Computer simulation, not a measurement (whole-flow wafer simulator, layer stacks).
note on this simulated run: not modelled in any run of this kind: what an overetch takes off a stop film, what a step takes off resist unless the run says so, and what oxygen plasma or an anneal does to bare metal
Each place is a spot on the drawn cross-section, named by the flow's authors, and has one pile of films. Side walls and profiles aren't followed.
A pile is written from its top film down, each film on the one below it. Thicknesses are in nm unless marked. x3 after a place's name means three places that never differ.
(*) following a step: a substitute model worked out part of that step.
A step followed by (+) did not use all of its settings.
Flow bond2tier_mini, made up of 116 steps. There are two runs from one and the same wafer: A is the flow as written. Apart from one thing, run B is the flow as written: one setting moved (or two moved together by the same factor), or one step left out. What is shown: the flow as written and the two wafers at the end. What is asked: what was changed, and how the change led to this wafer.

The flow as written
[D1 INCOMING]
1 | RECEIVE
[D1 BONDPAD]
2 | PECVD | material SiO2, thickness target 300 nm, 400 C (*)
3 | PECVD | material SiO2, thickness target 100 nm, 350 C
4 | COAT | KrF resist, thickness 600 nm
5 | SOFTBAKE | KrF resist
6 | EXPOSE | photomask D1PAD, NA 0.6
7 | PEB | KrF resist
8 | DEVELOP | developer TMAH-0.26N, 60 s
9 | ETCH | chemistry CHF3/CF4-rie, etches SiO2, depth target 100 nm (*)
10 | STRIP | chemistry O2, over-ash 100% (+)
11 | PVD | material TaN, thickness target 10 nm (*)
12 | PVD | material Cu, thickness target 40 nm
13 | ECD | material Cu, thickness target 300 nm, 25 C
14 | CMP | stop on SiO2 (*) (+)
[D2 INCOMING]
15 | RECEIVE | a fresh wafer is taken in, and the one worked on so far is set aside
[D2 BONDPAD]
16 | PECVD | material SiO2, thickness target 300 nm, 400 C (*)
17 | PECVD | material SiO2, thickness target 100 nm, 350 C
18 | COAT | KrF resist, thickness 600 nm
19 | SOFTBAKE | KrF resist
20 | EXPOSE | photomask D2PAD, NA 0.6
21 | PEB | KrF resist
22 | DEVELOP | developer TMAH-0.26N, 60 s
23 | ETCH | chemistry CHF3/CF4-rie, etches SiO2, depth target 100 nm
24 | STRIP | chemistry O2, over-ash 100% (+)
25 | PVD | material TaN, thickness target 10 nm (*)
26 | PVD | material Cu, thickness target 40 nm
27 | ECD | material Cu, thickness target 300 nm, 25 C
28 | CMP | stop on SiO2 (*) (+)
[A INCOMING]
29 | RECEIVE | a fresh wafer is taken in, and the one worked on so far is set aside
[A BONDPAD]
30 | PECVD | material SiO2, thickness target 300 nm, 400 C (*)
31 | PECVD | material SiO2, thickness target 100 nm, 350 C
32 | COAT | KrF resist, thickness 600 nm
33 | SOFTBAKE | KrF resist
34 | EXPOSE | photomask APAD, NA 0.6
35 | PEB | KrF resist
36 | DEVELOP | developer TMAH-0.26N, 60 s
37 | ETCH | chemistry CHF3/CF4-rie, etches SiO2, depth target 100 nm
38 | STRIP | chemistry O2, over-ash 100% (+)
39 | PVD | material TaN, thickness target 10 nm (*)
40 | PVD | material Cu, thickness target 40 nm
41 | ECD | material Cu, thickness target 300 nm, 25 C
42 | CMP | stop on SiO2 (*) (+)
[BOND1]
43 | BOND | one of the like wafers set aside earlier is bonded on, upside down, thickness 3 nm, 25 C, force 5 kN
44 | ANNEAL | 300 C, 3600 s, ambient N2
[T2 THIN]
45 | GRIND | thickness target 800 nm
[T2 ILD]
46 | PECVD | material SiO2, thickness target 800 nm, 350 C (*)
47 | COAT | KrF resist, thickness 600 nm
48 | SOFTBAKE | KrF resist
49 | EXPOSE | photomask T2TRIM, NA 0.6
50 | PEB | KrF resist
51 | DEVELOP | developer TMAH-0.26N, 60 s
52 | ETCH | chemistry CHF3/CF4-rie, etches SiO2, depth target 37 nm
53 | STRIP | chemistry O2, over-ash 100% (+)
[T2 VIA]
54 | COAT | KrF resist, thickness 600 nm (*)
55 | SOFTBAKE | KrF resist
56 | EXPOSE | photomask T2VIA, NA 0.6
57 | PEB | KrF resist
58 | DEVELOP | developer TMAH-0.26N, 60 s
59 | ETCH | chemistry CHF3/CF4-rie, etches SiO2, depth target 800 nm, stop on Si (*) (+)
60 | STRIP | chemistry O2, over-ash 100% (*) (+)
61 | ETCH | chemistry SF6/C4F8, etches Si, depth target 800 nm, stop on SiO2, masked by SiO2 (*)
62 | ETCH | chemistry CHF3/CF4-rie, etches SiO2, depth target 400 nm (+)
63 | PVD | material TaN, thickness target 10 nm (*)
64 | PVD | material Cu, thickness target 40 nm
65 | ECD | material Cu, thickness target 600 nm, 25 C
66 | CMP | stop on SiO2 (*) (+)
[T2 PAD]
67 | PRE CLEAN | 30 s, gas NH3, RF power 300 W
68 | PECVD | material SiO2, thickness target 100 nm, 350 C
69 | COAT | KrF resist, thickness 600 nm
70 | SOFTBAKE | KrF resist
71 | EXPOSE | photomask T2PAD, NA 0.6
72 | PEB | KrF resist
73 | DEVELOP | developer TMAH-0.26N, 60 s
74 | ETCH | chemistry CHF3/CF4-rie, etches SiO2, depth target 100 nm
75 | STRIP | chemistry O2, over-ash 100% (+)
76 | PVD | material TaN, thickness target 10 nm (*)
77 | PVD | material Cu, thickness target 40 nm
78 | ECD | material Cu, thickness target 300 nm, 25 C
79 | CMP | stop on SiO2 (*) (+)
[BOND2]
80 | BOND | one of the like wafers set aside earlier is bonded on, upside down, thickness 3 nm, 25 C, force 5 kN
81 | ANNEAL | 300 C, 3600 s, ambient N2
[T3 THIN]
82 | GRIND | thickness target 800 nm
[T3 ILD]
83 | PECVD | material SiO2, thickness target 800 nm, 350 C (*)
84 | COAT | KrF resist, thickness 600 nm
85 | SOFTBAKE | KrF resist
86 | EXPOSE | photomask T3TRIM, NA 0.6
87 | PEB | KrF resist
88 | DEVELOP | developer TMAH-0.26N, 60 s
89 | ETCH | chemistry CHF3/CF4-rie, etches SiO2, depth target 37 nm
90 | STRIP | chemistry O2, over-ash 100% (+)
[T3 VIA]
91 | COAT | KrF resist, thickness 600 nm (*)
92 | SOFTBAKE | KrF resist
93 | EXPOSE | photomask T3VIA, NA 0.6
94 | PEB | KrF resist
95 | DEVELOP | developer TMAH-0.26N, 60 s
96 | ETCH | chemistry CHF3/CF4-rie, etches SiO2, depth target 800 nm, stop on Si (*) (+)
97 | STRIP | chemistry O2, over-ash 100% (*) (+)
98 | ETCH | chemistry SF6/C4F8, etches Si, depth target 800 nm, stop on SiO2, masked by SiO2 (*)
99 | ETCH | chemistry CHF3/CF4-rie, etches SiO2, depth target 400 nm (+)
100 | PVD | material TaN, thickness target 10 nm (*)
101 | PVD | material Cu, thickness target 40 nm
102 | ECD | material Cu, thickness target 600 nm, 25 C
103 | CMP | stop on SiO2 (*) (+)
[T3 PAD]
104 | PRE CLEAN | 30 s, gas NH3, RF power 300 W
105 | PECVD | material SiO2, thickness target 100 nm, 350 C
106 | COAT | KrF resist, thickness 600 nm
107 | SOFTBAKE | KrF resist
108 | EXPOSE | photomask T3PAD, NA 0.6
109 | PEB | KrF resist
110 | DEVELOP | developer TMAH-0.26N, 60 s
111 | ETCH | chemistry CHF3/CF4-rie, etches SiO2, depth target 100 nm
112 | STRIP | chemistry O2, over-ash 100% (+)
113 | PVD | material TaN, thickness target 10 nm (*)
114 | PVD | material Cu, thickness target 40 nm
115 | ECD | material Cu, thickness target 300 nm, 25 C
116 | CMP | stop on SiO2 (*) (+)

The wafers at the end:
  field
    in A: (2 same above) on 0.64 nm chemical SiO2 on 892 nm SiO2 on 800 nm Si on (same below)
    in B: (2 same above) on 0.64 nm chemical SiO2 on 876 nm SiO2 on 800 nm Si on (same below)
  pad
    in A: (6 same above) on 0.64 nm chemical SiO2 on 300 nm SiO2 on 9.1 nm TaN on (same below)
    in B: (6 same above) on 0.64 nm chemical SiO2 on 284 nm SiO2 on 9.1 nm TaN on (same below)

What caused this: step 17, PECVD: thickness target 84 nm was run, whereas the flow has thickness target 100 nm.

Step by step, how the change led to this:
  17 | PECVD | material SiO2, thickness target 100 nm, 350 C
      field, pad, via: A SiO2 gains 100 | B SiO2 gains 84
  80 | BOND | one of the like wafers set aside earlier is bonded on, upside down, thickness 3 nm, 25 C, force 5 kN
      field: A Si gains 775 um (new film), chemical SiO2 gains 0.64 (new film), SiO2 gains 400 | B Si gains 775 um (new film), chemical SiO2 gains 0.64 (new film), SiO2 gains 384
      pad: A Si gains 775 um (new film), chemical SiO2 gains 0.64 (new film), SiO2 gains 300 (new film), TaN gains 9.1 (new film), Cu gains 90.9 | B Si gains 775 um (new film), chemical SiO2 gains 0.64 (new film), SiO2 gains 284 (new film), TaN gains 9.1 (new film), Cu gains 90.9
